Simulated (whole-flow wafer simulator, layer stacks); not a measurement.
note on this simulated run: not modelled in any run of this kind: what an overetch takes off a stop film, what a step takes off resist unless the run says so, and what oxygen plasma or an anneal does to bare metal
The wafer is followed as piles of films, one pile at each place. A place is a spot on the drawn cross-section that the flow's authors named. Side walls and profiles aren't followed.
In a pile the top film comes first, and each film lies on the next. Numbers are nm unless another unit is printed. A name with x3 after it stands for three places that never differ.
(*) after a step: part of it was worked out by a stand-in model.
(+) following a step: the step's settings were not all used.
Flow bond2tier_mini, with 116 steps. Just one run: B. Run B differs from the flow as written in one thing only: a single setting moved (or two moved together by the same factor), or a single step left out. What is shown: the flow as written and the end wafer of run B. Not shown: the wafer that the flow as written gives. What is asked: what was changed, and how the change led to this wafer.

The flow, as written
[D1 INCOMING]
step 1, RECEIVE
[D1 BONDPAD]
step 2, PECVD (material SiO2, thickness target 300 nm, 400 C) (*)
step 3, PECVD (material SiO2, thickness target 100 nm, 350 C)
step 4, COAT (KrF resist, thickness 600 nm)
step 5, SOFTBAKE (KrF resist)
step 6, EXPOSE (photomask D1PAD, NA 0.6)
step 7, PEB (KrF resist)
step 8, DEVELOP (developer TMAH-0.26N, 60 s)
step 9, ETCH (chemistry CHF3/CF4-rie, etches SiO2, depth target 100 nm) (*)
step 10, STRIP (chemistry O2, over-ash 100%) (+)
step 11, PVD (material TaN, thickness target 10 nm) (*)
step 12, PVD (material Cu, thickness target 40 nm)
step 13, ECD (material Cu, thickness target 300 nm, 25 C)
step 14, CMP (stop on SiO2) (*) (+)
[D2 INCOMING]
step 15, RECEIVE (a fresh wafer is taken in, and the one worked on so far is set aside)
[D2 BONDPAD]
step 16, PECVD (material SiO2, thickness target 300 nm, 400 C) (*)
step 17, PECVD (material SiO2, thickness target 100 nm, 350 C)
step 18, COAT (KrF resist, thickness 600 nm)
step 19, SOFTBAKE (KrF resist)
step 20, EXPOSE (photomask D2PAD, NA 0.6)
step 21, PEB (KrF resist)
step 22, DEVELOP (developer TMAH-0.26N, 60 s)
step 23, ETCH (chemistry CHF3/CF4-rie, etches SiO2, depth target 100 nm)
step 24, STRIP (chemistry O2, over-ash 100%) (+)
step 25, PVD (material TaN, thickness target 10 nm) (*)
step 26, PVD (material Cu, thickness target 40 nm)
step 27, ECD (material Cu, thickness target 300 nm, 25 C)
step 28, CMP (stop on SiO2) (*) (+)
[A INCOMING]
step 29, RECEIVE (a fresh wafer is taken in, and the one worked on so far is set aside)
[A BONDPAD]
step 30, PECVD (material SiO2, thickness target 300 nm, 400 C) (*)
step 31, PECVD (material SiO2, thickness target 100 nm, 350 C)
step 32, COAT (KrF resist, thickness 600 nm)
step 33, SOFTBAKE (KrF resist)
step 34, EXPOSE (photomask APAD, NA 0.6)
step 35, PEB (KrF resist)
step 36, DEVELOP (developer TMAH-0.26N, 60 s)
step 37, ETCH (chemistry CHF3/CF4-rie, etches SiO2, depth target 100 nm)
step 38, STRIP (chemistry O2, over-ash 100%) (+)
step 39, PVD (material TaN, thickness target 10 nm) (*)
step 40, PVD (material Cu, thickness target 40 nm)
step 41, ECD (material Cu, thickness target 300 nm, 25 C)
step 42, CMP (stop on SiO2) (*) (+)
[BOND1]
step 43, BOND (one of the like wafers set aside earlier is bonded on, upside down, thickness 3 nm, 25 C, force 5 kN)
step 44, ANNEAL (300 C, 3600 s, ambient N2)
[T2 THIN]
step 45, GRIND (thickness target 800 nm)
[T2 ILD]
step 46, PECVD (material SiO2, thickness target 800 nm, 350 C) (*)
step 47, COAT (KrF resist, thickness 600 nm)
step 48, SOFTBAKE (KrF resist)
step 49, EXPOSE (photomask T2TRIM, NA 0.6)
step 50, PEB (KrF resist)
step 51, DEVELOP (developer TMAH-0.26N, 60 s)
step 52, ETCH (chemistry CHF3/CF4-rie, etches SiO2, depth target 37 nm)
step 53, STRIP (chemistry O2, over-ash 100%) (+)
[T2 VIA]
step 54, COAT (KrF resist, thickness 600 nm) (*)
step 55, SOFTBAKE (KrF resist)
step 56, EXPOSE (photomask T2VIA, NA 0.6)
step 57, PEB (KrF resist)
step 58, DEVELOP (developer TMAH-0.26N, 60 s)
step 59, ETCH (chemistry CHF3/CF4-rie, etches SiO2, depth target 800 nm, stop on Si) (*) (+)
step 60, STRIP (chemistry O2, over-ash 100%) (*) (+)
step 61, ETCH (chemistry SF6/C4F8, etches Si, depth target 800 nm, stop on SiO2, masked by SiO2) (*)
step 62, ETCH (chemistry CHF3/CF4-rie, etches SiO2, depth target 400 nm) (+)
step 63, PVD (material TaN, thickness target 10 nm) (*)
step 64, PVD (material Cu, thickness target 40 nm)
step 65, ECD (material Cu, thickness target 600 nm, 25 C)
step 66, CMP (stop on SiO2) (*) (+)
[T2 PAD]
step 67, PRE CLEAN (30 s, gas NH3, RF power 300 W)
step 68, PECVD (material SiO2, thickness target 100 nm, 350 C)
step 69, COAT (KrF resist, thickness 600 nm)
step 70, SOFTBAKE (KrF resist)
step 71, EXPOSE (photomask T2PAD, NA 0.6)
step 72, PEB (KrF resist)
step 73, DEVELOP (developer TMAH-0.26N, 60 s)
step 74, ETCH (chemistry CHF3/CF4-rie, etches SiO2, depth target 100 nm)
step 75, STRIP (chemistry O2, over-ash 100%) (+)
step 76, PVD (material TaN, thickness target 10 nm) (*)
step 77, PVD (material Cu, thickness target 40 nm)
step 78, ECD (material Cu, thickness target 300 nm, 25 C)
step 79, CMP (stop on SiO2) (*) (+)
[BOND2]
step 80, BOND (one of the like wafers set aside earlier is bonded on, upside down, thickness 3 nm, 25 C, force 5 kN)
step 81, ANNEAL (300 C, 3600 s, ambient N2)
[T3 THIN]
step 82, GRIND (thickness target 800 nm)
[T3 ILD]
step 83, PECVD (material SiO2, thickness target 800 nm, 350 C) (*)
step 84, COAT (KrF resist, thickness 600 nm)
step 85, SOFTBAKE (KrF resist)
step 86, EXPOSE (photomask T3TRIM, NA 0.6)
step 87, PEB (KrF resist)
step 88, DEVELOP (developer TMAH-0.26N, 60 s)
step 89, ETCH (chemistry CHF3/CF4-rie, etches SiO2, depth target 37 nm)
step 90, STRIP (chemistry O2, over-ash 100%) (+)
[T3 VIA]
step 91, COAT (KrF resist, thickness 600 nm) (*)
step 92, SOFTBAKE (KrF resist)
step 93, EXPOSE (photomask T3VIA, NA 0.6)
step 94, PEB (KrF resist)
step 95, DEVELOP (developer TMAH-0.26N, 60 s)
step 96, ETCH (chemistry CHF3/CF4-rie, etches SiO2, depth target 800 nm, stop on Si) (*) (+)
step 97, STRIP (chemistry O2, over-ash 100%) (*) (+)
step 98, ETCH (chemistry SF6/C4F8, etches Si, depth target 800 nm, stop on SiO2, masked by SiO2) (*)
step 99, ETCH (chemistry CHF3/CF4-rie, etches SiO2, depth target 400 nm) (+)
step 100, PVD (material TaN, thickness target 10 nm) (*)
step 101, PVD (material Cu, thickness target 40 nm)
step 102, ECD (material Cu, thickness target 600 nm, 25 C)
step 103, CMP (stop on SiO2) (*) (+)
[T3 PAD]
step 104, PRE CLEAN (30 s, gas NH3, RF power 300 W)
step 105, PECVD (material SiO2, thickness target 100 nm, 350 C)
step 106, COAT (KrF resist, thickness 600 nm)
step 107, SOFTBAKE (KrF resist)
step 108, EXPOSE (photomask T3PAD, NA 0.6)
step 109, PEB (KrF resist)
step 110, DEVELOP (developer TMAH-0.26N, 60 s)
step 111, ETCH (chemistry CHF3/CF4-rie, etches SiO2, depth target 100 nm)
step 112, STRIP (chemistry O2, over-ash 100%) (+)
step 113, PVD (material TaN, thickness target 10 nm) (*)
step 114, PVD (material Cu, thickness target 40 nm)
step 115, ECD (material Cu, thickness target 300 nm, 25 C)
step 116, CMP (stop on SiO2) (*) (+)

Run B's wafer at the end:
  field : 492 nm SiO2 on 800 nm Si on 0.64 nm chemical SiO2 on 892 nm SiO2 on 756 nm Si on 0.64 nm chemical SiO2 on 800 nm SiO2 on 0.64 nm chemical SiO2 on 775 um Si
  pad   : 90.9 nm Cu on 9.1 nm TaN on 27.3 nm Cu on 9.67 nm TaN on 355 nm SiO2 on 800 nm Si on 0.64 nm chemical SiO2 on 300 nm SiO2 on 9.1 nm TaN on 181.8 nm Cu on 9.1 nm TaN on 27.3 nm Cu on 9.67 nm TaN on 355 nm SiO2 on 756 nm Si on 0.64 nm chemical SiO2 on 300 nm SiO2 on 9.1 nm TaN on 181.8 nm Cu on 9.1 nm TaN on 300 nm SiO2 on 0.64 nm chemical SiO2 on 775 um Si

What caused this: step 45, GRIND: thickness target 756 nm was run, though the flow has thickness target 800 nm.
The wafer lets one read it off: field has Si 756, and step 45 as written asks for 800 nm.

Step by step, how the change led to this:
  step 45, GRIND (thickness target 800 nm)
      field, pad, via: -774.24 um Si (as written it would have been: -774.2 um Si)
